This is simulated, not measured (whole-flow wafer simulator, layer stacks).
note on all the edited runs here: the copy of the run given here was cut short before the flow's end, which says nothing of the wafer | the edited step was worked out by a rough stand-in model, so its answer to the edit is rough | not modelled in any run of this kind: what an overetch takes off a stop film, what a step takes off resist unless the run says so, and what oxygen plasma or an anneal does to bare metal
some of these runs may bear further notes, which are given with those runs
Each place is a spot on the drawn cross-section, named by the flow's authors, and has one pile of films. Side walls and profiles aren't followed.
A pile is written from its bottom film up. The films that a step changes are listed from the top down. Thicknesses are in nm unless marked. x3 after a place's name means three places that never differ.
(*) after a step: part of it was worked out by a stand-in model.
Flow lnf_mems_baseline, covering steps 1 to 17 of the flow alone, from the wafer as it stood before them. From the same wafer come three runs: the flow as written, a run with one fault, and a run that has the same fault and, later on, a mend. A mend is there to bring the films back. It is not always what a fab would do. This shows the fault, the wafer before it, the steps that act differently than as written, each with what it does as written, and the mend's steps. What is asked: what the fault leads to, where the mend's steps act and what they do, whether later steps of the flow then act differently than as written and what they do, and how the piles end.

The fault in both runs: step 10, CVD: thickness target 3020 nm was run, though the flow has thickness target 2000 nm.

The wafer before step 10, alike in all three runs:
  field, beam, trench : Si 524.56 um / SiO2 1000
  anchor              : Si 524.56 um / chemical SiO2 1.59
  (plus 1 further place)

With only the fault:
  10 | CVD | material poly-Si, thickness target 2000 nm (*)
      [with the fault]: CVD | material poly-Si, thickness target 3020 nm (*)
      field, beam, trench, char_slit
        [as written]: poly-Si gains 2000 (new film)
        [with the fault]: poly-Si gains 3020 (new film)
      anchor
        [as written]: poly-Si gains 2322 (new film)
        [with the fault]: poly-Si gains 3620.3 (new film)
  Later steps of the flow acting differently than as written (1 more step, not shown, differs only slightly: by at most 2% or 0.5 nm, whichever is larger):
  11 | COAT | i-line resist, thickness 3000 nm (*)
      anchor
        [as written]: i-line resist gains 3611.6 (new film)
        [with the fault]: i-line resist gains 3349.7 (new film)
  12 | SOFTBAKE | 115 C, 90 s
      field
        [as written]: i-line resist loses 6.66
        [with the fault]: i-line resist loses 5.15
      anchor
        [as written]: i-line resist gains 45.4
        [with the fault]: i-line resist gains 33.8
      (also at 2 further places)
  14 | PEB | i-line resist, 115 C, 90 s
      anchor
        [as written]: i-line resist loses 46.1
        [with the fault]: i-line resist loses 41.3
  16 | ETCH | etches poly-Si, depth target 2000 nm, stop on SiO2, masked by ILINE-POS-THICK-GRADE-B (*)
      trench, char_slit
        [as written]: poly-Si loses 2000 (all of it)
        [with the fault]: poly-Si loses 2000
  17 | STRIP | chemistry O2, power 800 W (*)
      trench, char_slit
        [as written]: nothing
        [with the fault]: chemical SiO2 gains 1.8 (new film), poly-Si loses 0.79
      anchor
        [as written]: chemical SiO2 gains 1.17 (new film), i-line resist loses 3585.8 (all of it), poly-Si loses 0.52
        [with the fault]: chemical SiO2 gains 1.15 (new film), i-line resist loses 3317.1 (all of it), poly-Si loses 0.51
  The piles end different from the flow's at field, anchor, beam, trench, char_slit by more than 2% or 0.5 nm, whichever is larger.
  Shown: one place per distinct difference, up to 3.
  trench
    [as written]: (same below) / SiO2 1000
    [with the fault]: (same below) / SiO2 1000 / poly-Si 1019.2 / chemical SiO2 1.8
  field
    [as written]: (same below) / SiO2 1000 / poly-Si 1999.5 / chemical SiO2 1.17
    [with the fault]: (same below) / SiO2 1000 / poly-Si 3019.5 / chemical SiO2 1.15
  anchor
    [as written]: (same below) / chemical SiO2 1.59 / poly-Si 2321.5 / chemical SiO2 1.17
    [with the fault]: (same below) / chemical SiO2 1.59 / poly-Si 3619.7 / chemical SiO2 1.15

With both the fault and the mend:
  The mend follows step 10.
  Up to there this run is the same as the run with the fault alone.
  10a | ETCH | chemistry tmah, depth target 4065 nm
      field, beam, trench, char_slit
        poly-Si loses 3020 (all of it)
      anchor
        poly-Si loses 3620.3 (all of it)
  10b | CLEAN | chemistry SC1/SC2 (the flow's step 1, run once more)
      does not change any film at any place that is followed
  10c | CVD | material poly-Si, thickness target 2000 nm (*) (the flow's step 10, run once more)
      field, beam, trench, char_slit
        poly-Si gains 2000 (new film)
      anchor
        poly-Si gains 2322 (new film)
  Every later step of the flow that is run acts as written at every place that is followed.
  The piles end the same as the flow's at every place that both follow.
